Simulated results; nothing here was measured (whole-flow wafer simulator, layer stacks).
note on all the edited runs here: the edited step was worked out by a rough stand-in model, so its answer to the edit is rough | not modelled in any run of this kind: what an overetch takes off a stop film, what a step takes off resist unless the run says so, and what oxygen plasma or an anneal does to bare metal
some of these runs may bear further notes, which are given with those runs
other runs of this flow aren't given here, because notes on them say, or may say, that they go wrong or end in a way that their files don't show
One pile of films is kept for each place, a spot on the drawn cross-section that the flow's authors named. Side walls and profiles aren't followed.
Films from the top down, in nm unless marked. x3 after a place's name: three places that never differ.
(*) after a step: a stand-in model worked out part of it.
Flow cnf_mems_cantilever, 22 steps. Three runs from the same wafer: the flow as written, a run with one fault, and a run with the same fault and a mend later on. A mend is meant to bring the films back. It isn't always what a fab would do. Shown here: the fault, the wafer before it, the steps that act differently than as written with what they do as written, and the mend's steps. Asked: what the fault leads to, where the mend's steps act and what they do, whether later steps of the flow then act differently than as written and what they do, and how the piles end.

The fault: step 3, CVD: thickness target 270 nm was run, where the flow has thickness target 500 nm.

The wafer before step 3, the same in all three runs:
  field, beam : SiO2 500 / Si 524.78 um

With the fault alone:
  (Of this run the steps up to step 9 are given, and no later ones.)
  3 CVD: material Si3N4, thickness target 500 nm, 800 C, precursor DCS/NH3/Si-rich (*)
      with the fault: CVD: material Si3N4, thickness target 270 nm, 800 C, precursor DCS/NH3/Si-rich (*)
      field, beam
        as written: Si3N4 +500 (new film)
        with the fault: Si3N4 +270 (new film)
  No later step of the flow up to step 9 acts differently than as written at any place that is followed.
  After step 9 the piles differ from the flow's by more than 2% or 0.5 nm, whichever is larger, at field, beam.
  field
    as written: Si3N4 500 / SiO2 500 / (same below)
    with the fault: Si3N4 270 / SiO2 500 / (same below)
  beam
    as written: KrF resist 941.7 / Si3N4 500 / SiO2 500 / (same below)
    with the fault: KrF resist 941.7 / Si3N4 270 / SiO2 500 / (same below)

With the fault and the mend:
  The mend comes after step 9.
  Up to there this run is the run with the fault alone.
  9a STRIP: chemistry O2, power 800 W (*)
      beam
        KrF resist -941.7 (all of it)
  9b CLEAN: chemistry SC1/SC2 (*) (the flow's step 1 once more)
      changes no film at any place that is followed
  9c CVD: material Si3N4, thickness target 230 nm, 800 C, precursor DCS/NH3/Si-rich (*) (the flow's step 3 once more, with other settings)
      field, beam
        Si3N4 +230
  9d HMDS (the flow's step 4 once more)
      changes no film at any place that is followed
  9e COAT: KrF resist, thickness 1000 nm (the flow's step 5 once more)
      field, beam
        KrF resist +1000 (new film)
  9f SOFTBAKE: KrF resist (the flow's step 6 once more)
      changes no film at any place that is followed
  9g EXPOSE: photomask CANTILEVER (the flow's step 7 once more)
      changes no film at any place that is followed
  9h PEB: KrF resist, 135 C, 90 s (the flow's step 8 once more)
      field, beam
        KrF resist -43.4
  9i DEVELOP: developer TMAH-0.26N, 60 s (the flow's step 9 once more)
      field
        KrF resist -956.6 (all of it)
      beam
        KrF resist -14.9
  No later step of the flow acts differently than as written at any place that is followed.
  At the end the piles are the same as the flow's at every place that both follow.
